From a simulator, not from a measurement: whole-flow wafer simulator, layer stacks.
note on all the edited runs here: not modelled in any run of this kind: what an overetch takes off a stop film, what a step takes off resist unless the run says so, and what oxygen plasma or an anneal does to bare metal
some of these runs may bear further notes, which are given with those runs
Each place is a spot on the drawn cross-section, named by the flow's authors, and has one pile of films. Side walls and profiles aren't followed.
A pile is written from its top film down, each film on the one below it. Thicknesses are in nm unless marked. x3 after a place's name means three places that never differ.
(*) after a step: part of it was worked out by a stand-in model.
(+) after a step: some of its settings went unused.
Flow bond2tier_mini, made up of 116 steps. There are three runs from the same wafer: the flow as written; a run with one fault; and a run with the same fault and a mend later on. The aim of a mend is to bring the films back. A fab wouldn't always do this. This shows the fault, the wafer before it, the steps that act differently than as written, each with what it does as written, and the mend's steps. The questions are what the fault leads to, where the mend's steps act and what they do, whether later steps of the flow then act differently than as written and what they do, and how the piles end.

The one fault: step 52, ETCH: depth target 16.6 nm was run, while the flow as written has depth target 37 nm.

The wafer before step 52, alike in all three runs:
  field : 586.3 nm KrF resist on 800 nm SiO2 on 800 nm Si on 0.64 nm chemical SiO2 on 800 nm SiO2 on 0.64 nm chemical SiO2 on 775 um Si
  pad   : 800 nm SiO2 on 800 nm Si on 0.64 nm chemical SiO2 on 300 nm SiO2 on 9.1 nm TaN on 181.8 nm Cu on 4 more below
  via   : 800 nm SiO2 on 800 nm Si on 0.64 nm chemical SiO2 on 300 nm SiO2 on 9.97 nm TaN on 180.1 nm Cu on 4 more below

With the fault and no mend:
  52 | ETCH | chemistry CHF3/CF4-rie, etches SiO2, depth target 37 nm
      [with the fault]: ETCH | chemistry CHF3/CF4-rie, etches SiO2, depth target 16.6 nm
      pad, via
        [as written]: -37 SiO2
        [with the fault]: -16.6 SiO2
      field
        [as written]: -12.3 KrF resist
        [with the fault]: -5.53 KrF resist
  Steps later in the flow that act otherwise than as written (not shown: 5 more steps that differ only slightly, by at most 2% or 0.5 nm, whichever is larger):
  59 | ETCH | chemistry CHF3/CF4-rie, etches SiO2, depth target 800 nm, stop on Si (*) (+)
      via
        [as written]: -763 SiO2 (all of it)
        [with the fault]: -783.4 SiO2 (all of it)
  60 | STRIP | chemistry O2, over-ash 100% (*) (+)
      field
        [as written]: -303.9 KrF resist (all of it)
        [with the fault]: -312.6 KrF resist (all of it)
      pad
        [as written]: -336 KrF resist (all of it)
        [with the fault]: -326.9 KrF resist (all of it)
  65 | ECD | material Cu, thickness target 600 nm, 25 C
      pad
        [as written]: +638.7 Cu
        [with the fault]: +617.3 Cu
  The piles end different from the flow's at pad by more than 2% or 0.5 nm, whichever is larger.
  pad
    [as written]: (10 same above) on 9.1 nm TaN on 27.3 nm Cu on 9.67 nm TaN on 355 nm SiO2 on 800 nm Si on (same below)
    [with the fault]: (10 same above) on 9.1 nm TaN on 6.74 nm Cu on 9.86 nm TaN on 375.4 nm SiO2 on 800 nm Si on (same below)

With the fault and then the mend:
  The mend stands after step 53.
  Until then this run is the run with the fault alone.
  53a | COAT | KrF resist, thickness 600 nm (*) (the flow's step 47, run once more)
      field
        +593 KrF resist (new film)
      pad
        +607.3 KrF resist (new film)
      via
        +606.4 KrF resist (new film)
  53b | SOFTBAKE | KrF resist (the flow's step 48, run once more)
      alters no film at any place that is followed
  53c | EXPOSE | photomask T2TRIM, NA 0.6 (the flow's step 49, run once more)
      alters no film at any place that is followed
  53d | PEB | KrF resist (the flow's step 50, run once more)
      alters no film at any place that is followed
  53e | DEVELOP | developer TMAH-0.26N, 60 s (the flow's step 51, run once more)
      field
        -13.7 KrF resist
      pad
        -607.3 KrF resist (all of it)
      via
        -606.4 KrF resist (all of it)
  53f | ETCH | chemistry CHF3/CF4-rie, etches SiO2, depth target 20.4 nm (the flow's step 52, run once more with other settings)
      pad, via
        -20.4 SiO2
      field
        -6.8 KrF resist
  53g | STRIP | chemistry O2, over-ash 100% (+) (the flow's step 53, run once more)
      field
        -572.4 KrF resist (all of it)
  Every later step of the flow that is run acts as written at every place that is followed.
  By the end, the piles equal the flow's at every place that both follow.
